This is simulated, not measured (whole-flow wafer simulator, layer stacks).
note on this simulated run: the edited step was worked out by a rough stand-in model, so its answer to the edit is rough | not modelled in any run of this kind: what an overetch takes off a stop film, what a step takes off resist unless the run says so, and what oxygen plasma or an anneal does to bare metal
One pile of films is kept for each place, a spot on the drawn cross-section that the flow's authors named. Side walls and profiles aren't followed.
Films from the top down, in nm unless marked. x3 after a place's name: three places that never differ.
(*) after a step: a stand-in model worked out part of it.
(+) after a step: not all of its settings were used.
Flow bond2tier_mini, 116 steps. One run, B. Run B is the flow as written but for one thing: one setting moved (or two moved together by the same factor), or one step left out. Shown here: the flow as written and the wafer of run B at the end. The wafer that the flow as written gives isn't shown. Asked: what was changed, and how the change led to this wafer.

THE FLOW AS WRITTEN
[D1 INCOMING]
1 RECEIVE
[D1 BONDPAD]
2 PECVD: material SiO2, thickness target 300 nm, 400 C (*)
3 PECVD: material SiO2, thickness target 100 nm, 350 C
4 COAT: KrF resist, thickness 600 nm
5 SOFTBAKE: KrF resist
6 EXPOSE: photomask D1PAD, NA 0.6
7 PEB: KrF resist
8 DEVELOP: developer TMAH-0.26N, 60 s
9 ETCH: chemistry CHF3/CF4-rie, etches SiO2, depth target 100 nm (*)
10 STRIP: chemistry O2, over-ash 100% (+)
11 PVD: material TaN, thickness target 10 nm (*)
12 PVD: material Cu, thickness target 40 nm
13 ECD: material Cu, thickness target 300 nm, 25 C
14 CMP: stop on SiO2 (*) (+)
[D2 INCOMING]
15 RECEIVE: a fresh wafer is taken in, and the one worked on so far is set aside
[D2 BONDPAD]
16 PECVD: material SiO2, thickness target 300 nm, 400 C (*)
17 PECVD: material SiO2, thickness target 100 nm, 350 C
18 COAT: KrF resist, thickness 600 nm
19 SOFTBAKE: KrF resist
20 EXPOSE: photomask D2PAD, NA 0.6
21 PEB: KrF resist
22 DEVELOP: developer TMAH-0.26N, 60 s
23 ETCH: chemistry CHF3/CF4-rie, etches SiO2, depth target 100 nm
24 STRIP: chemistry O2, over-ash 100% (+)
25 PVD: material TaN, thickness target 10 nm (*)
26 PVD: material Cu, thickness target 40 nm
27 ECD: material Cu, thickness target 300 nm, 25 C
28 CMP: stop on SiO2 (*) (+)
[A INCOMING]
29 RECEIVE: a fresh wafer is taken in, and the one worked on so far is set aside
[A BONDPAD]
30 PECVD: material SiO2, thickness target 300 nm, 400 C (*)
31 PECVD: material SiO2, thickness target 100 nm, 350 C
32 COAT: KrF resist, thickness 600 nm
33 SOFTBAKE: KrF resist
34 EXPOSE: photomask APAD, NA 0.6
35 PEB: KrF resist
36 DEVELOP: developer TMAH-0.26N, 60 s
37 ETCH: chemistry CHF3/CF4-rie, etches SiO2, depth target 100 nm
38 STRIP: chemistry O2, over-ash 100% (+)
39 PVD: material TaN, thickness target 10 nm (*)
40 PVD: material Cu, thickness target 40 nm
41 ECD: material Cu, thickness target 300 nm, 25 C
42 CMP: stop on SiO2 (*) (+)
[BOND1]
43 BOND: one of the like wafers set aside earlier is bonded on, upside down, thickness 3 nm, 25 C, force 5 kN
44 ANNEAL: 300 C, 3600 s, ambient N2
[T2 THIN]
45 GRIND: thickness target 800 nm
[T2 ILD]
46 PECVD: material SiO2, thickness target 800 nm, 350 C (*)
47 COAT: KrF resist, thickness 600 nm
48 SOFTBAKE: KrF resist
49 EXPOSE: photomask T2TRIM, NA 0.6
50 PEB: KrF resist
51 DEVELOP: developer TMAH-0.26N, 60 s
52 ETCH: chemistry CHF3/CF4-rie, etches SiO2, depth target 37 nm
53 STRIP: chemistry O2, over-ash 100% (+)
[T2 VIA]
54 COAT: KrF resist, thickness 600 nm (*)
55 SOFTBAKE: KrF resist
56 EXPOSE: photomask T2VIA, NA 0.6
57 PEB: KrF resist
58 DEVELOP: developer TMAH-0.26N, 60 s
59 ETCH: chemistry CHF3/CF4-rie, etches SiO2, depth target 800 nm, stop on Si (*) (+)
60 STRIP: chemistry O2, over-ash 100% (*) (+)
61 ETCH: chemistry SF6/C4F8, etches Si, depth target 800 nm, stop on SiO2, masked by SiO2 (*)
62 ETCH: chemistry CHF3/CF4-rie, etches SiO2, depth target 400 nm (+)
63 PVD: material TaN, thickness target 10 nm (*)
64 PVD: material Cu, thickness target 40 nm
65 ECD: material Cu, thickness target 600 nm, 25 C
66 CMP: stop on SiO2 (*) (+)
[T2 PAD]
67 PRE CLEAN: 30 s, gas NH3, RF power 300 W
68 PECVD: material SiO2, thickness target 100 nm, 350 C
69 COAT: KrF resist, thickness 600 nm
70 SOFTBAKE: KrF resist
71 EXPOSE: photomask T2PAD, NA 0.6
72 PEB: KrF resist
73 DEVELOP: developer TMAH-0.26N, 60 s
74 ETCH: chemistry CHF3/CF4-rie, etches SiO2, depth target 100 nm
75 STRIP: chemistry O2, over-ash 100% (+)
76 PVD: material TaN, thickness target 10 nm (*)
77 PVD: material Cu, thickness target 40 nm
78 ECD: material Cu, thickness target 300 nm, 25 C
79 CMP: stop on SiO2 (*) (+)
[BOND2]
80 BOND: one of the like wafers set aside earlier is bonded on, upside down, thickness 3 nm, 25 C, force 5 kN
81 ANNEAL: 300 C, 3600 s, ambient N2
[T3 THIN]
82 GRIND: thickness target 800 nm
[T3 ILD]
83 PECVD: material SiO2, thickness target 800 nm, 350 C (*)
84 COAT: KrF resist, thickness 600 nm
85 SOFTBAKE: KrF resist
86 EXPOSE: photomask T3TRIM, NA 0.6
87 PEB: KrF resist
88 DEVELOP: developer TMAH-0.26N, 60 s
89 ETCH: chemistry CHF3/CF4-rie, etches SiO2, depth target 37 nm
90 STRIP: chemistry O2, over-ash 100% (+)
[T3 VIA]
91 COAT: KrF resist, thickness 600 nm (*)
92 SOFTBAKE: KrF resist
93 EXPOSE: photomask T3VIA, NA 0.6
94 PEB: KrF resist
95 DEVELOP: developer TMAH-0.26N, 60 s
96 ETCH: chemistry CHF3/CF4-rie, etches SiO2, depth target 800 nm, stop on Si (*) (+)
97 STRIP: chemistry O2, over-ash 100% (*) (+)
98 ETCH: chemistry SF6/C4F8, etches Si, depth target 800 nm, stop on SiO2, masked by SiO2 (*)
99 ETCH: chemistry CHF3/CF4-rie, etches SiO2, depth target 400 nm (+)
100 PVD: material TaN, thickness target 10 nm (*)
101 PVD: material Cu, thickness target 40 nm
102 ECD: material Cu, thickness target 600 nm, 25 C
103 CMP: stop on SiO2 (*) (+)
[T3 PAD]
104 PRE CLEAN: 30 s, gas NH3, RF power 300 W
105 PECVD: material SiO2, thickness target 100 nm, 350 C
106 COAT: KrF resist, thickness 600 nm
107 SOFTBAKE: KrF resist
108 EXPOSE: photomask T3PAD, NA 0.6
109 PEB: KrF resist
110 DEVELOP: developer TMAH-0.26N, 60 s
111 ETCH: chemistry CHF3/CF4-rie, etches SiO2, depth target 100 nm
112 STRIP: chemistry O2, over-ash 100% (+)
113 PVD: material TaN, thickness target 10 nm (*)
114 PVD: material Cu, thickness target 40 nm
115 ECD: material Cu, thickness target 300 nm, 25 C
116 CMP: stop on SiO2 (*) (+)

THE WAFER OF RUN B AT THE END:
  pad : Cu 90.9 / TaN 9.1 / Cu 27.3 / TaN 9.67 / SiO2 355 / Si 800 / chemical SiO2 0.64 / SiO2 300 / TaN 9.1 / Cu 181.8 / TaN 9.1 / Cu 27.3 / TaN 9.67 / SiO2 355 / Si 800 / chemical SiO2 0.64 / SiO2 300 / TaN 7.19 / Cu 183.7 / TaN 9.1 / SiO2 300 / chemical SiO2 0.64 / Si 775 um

The cause: step 11, PVD: thickness target 7.9 nm was run, where the flow has thickness target 10 nm.

How the change led to this, step by step:
  11 PVD: material TaN, thickness target 10 nm (*)
      field: TaN +7.9 (new film) (as written it would be: TaN +10 (new film))
      pad: TaN +7.19 (new film) (as written it would be: TaN +9.1 (new film))
      (and at 1 more place)
  14 CMP: stop on SiO2 (*) (+)
      field: Cu -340 (all of it), TaN -7.9 (all of it) (as written it would be: Cu -340 (all of it), TaN -10 (all of it))
  43 BOND: one of the like wafers set aside earlier is bonded on, upside down, thickness 3 nm, 25 C, force 5 kN
      pad: Si +775 um (new film), chemical SiO2 +0.64 (new film), SiO2 +300 (new film), TaN +7.19 (new film), Cu +92.8 (as written it would be: Si +775 um (new film), chemical SiO2 +0.64 (new film), SiO2 +300 (new film), TaN +9.1 (new film), Cu +90.9)
      via: Si +775 um (new film), chemical SiO2 +0.64 (new film), SiO2 +300 (new film), TaN +7.88 (new film), Cu +92.1 (as written it would be: Si +775 um (new film), chemical SiO2 +0.64 (new film), SiO2 +300 (new film), TaN +9.97 (new film), Cu +90)
